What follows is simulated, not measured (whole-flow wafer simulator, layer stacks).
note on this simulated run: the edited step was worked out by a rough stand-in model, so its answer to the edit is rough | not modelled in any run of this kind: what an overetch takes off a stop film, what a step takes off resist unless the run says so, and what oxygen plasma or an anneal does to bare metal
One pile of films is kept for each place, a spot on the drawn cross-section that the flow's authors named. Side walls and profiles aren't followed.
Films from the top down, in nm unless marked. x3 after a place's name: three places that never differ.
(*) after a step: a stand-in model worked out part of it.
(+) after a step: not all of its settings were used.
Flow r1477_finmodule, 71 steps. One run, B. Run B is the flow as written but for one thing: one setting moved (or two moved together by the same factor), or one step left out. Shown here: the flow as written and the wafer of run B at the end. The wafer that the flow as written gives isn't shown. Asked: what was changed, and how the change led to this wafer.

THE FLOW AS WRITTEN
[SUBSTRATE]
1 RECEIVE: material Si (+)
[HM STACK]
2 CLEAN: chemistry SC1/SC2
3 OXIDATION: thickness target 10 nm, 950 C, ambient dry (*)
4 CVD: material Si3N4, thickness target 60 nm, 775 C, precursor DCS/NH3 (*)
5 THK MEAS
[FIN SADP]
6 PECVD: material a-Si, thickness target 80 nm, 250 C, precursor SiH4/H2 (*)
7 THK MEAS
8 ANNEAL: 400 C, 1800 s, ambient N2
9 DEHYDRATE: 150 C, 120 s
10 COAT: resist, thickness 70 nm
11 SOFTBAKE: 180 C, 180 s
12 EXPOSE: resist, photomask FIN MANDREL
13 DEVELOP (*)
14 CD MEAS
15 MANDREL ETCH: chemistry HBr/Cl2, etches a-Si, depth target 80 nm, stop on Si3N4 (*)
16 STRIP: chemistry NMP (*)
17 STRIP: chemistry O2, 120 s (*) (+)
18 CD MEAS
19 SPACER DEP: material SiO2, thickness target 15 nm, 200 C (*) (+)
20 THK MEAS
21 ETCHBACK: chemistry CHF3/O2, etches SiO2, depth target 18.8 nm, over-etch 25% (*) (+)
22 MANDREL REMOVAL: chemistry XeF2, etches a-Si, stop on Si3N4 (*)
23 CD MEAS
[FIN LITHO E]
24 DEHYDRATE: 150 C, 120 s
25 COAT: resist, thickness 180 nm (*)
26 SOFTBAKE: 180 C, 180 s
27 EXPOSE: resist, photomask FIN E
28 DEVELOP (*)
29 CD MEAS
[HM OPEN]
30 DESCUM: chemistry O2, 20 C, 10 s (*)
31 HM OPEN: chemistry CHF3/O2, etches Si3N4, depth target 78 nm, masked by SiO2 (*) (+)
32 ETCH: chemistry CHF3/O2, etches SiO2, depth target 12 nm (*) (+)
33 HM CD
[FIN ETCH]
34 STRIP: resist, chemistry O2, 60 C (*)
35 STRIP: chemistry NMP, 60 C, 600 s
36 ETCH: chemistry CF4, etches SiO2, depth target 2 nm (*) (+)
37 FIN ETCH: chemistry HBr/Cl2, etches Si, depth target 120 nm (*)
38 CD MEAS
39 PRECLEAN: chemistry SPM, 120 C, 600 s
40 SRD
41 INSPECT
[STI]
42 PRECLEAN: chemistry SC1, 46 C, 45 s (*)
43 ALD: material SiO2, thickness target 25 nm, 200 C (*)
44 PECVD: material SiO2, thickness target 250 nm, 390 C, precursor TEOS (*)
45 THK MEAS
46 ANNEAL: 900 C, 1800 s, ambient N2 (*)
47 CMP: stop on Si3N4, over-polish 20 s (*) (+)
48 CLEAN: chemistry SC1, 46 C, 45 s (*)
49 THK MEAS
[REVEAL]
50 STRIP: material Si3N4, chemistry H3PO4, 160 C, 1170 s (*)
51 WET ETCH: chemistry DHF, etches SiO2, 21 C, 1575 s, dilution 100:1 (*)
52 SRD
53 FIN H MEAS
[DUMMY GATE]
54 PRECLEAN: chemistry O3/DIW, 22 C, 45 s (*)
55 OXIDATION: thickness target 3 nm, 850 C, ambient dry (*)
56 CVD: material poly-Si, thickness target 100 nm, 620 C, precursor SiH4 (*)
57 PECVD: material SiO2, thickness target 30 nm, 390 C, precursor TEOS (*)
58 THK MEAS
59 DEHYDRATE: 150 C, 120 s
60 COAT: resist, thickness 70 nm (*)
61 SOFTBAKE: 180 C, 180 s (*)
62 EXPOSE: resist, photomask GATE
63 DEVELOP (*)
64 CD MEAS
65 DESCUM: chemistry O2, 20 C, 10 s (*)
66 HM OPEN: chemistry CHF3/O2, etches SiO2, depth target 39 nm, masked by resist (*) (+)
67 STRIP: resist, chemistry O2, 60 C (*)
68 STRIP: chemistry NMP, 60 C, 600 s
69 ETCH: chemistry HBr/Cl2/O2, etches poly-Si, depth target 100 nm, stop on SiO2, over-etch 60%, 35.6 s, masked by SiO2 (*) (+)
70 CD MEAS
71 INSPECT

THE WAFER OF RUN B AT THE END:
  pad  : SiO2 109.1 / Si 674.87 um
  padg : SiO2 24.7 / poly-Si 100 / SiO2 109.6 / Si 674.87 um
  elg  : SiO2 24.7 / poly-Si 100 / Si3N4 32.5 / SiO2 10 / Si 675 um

The cause: step 51, WET ETCH: 19.13 C was run, where the flow has 21 C.

How the change led to this, step by step:
  51 WET ETCH: chemistry DHF, etches SiO2, 21 C, 1575 s, dilution 100:1 (*)
      pad, padg, e40sg and 12 more: SiO2 -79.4 (as written it would be: SiO2 -85.7)
      elg, e40lg, e100lg, e200lg, elo, e40lo, e100lo, e200lo: SiO2 -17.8 (all of it), Si3N4 -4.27 (as written it would be: SiO2 -17.8 (all of it), Si3N4 -4.97)
      (and at 7 more places)
  56 CVD: material poly-Si, thickness target 100 nm, 620 C, precursor SiH4 (*)
      s40cg, s40co: poly-Si +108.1 (new film) (as written it would be: poly-Si +113.9 (new film))
      s45cg, s45co: poly-Si +107.5 (new film) (as written it would be: poly-Si +113.4 (new film))
      (and at 3 more places)
  60 COAT: resist, thickness 70 nm (*)
      e40sg, eso, e40so: resist +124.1 (new film) (as written it would be: resist +129.5 (new film))
      e100sg, e100so: resist +124.1 (new film) (as written it would be: resist +129.4 (new film))
      (and at 8 more places)
  63 DEVELOP (*)
      eso, e40so: resist -124.1 (all of it) (as written it would be: resist -129.5 (all of it))
      e100so: resist -124.1 (all of it) (as written it would be: resist -129.4 (all of it))
      (and at 4 more places)
  67 STRIP: resist, chemistry O2, 60 C (*)
      e40sg: resist -70 (all of it) (as written it would be: resist -75.4 (all of it))
      e100sg: resist -70 (all of it) (as written it would be: resist -75.3 (all of it))
      (and at 4 more places)
  69 ETCH: chemistry HBr/Cl2/O2, etches poly-Si, depth target 100 nm, stop on SiO2, over-etch 60%, 35.6 s, masked by SiO2 (*) (+)
      s40co: chemical SiO2 -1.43 (all of it), poly-Si -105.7 (all of it), SiO2 -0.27 (as written it would be: chemical SiO2 -1.46 (all of it), poly-Si -111.5 (all of it), SiO2 -0.24)
      s45co: chemical SiO2 -1.43 (all of it), poly-Si -105.1 (all of it), SiO2 -0.27 (as written it would be: chemical SiO2 -1.46 (all of it), poly-Si -110.9 (all of it), SiO2 -0.25)
      (and at 1 more place)
